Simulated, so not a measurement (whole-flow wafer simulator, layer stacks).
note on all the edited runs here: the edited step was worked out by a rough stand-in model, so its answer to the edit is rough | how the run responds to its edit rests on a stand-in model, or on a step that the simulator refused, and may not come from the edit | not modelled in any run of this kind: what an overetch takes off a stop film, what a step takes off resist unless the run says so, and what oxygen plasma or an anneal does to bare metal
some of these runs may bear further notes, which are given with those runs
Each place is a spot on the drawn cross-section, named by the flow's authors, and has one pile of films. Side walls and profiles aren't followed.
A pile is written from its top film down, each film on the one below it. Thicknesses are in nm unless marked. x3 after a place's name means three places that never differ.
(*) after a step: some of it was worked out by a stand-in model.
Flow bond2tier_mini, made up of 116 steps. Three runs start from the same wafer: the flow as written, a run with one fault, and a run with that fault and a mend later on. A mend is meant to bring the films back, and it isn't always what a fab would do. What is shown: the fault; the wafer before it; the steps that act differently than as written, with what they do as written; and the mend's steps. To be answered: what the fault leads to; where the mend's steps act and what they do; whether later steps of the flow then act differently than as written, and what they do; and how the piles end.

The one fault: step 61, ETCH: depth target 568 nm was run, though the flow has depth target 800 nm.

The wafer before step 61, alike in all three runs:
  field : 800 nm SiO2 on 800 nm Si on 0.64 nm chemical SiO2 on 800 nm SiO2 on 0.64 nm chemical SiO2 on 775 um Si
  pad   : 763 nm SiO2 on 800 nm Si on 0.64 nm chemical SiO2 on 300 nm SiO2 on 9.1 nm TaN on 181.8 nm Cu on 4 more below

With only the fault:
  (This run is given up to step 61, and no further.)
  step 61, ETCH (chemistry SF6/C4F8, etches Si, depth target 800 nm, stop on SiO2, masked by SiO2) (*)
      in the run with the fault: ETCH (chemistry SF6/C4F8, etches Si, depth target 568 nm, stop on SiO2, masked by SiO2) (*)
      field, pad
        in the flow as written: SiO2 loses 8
        in the run with the fault: SiO2 loses 5.68
  After step 61 the piles are close to the flow's at the places that both follow, differing by at most 2% or 0.5 nm, whichever is larger.

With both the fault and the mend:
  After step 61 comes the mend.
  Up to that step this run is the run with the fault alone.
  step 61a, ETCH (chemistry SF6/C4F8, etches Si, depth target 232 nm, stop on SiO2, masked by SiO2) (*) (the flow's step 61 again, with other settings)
      field, pad
        SiO2 loses 2.32
  Later steps of the flow that are run all act as written at every place that is followed.
  At every place that both follow, the piles at the end match the flow's.
